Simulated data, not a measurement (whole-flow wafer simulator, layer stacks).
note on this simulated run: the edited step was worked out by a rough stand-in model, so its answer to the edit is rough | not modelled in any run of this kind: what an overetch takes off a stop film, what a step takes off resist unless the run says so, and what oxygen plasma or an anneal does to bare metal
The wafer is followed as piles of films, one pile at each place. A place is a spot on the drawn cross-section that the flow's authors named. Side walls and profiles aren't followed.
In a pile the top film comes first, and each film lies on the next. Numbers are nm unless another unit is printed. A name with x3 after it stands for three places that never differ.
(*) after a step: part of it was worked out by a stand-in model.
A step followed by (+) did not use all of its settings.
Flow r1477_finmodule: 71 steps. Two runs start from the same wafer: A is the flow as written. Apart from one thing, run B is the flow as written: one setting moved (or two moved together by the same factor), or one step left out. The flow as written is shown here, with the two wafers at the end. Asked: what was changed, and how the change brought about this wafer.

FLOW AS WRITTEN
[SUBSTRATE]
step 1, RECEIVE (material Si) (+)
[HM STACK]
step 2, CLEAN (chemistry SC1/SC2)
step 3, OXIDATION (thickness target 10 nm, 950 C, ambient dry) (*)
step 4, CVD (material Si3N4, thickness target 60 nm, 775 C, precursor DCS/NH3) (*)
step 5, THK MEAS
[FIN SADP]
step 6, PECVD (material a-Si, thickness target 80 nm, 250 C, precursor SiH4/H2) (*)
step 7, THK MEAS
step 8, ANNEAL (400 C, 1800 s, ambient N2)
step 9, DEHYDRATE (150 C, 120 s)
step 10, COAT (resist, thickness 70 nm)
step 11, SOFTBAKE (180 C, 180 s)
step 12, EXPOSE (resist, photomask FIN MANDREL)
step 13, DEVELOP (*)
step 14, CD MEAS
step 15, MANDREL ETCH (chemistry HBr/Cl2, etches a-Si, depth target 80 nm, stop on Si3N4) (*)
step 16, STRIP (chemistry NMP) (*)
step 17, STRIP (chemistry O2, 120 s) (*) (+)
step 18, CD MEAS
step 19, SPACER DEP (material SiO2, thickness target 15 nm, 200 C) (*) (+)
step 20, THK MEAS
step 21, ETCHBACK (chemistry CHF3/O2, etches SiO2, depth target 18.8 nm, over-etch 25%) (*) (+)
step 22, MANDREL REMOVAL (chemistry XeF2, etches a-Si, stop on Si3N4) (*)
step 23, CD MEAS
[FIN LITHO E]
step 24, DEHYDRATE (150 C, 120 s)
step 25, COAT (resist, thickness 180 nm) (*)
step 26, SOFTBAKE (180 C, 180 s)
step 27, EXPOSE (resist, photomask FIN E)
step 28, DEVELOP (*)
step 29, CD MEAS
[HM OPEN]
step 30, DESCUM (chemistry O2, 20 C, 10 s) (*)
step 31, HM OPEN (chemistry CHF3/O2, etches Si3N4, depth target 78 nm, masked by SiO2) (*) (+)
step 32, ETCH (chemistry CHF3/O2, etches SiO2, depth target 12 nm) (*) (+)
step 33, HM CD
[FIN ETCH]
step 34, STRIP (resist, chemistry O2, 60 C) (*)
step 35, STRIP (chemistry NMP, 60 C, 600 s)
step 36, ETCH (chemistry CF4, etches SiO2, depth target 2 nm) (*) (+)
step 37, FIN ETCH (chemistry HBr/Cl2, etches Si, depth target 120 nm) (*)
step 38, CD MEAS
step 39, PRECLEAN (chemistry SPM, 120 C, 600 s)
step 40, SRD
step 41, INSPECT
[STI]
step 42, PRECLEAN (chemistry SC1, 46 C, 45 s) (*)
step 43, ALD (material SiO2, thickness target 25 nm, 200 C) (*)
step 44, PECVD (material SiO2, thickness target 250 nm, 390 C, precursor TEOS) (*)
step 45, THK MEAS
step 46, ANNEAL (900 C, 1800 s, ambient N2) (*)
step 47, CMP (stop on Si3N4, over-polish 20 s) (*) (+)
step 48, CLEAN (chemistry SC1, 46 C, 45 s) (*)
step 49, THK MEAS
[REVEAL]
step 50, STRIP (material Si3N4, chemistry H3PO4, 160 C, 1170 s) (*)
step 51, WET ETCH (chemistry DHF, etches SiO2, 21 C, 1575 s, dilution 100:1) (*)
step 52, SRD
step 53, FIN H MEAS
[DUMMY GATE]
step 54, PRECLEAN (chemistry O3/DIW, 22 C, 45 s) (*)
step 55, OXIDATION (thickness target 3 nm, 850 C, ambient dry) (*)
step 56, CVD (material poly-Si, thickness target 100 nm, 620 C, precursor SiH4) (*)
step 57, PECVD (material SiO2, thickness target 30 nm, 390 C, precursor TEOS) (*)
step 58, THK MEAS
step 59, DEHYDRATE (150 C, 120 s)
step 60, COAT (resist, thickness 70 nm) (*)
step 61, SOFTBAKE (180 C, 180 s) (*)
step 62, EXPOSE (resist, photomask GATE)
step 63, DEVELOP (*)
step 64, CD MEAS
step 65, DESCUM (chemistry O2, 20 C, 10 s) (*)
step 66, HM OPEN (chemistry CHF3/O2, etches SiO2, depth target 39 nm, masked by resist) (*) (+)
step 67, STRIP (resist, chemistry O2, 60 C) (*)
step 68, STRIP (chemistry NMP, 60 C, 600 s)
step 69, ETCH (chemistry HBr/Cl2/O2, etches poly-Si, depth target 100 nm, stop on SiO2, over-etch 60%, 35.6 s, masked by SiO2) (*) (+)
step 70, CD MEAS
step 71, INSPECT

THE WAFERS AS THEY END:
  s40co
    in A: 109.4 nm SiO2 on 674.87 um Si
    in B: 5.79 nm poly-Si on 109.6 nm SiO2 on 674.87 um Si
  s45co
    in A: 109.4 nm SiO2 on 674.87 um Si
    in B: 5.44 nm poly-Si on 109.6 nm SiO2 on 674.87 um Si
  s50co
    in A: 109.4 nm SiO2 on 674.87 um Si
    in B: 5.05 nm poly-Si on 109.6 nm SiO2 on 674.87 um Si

What caused this: step 56, CVD: thickness target 153.6 nm was run, while the flow as written has thickness target 100 nm.

The path from the change to this, step by step:
  step 56, CVD (material poly-Si, thickness target 100 nm, 620 C, precursor SiH4) (*)
      pad, padg, elg and 26 more: A poly-Si gains 100 (new film) | B poly-Si gains 153.6 (new film)
      s40cg, s40co: A poly-Si gains 113.9 (new film) | B poly-Si gains 168.2 (new film)
      (as well as at 5 more places)
  step 67, STRIP (resist, chemistry O2, 60 C) (*)
      s40cg: A resist loses 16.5 (all of it) | B resist loses 15.9 (all of it)
      s45cg: A resist loses 16.9 (all of it) | B resist loses 16.2 (all of it)
      (as well as at 1 more place)
  step 69, ETCH (chemistry HBr/Cl2/O2, etches poly-Si, depth target 100 nm, stop on SiO2, over-etch 60%, 35.6 s, masked by SiO2) (*) (+)
      pad, eso, e40so, e100so, e200so, s40so, s45so, s50so: A chemical SiO2 loses 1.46 (all of it), poly-Si loses 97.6 (all of it), SiO2 loses 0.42 | B chemical SiO2 loses 1.46 (all of it), poly-Si loses 151.2 (all of it)
      elo, e40lo, e100lo, e200lo: A chemical SiO2 loses 1.46 (all of it), poly-Si loses 97.6 (all of it), Si3N4 loses 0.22 | B chemical SiO2 loses 1.46 (all of it), poly-Si loses 151.2 (all of it)
      (as well as at 6 more places)
